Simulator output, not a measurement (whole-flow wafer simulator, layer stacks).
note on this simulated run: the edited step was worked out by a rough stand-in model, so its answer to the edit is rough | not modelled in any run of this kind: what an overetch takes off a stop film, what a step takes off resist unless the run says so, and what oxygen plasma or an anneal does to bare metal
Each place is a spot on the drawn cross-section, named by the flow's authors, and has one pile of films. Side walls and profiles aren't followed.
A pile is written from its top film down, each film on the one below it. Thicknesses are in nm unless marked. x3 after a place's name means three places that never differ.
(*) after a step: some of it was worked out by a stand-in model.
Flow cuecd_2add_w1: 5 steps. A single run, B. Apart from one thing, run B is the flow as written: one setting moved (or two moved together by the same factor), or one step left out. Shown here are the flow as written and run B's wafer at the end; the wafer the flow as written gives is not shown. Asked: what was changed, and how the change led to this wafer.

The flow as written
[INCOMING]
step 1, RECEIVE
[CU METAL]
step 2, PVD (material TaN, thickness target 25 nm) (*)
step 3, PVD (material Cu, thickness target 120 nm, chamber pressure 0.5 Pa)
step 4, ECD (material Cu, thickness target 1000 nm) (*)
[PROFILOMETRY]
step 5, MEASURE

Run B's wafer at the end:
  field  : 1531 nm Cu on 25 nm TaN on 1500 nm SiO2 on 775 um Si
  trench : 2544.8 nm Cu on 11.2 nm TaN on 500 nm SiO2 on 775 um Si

The reason: step 4, ECD: thickness target 1411 nm was run, while the flow as written has thickness target 1000 nm.

Step by step, how the change led to this:
  step 4, ECD (material Cu, thickness target 1000 nm) (*)
      field: Cu gains 1411 (in the flow as written it would be: Cu gains 1000)
      trench: Cu gains 2491.2 (in the flow as written it would be: Cu gains 2080.2)
